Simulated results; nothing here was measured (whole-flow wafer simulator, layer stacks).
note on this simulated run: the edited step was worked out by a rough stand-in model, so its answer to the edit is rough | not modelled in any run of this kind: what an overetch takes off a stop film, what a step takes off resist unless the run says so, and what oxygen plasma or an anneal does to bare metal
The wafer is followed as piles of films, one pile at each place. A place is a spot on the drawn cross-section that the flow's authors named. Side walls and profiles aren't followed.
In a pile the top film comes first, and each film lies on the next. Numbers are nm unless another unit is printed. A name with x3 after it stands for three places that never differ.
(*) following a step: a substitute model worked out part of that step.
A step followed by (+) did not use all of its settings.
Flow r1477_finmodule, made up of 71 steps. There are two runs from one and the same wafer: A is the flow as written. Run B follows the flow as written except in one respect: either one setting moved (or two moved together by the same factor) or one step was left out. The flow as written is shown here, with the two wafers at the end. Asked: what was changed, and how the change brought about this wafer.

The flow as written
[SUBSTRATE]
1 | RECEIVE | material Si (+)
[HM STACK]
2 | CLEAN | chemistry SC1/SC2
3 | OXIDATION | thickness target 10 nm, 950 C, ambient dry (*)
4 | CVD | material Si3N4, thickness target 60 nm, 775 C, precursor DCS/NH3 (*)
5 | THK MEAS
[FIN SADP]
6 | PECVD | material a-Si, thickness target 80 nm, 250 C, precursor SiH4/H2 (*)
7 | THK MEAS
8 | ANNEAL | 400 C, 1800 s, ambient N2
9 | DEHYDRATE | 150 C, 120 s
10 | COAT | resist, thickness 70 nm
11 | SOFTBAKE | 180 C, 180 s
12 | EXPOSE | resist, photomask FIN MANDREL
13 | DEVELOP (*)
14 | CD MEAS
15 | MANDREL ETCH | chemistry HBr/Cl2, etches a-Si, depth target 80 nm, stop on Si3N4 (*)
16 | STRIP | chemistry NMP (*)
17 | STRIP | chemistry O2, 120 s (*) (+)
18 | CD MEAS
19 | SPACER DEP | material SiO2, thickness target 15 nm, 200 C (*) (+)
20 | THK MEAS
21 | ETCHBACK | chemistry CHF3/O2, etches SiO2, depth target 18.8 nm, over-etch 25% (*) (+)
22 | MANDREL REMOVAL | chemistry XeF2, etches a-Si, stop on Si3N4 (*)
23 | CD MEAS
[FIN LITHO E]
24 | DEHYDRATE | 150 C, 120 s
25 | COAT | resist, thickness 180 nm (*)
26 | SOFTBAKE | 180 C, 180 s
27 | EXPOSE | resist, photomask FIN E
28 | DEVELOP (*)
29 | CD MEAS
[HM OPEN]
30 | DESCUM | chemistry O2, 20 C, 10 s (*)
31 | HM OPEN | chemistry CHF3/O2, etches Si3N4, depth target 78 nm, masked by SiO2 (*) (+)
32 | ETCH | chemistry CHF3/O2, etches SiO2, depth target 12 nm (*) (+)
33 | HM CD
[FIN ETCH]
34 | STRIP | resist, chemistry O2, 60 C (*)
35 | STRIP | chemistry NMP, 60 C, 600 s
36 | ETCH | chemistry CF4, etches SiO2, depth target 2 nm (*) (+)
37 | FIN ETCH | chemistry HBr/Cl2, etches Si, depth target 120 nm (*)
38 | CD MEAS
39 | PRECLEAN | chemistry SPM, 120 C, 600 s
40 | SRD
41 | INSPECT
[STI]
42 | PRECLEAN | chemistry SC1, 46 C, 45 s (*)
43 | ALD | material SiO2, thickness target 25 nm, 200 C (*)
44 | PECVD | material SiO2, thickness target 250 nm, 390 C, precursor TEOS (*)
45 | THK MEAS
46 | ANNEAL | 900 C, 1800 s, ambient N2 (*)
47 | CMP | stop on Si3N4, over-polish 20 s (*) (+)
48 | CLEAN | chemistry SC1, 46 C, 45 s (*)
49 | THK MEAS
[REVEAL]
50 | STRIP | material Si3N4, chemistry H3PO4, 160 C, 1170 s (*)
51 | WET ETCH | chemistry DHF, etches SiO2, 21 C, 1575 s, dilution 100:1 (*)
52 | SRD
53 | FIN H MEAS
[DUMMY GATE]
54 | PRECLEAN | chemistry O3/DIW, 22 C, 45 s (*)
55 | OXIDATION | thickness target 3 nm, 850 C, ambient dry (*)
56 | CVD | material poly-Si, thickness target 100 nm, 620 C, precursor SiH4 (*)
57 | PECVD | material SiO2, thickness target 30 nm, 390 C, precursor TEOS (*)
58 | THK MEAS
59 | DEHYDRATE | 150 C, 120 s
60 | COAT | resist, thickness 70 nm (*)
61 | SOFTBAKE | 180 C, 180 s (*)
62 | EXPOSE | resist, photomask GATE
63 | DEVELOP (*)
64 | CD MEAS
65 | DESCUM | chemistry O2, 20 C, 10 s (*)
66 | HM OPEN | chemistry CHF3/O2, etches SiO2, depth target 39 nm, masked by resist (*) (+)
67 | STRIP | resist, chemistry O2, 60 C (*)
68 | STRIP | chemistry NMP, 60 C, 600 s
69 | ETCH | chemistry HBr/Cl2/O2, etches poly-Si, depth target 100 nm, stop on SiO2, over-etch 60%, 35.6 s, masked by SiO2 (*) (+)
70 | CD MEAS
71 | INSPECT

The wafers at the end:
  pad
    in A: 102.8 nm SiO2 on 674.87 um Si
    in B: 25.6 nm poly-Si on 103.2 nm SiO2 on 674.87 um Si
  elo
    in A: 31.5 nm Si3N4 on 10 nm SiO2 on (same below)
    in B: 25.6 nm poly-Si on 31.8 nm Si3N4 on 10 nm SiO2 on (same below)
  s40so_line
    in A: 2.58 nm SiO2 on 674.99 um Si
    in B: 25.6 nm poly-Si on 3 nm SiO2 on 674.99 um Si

What caused this: step 69, ETCH: depth target 45 nm was run, though the flow has depth target 100 nm; step 69, ETCH: 16 s was run, where the flow has 35.6 s.

How this came from the change, step by step:
  69 | ETCH | chemistry HBr/Cl2/O2, etches poly-Si, depth target 100 nm, stop on SiO2, over-etch 60%, 35.6 s, masked by SiO2 (*) (+)
      pad, eso, e40so and 8 more: A chemical SiO2 loses 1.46 (all of it), poly-Si loses 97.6 (all of it), SiO2 loses 0.42 | B chemical SiO2 loses 1.46 (all of it), poly-Si loses 72
      elo, e40lo, e100lo, e200lo: A chemical SiO2 loses 1.46 (all of it), poly-Si loses 97.6 (all of it), Si3N4 loses 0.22 | B chemical SiO2 loses 1.46 (all of it), poly-Si loses 72
      (as well as at 21 more places)
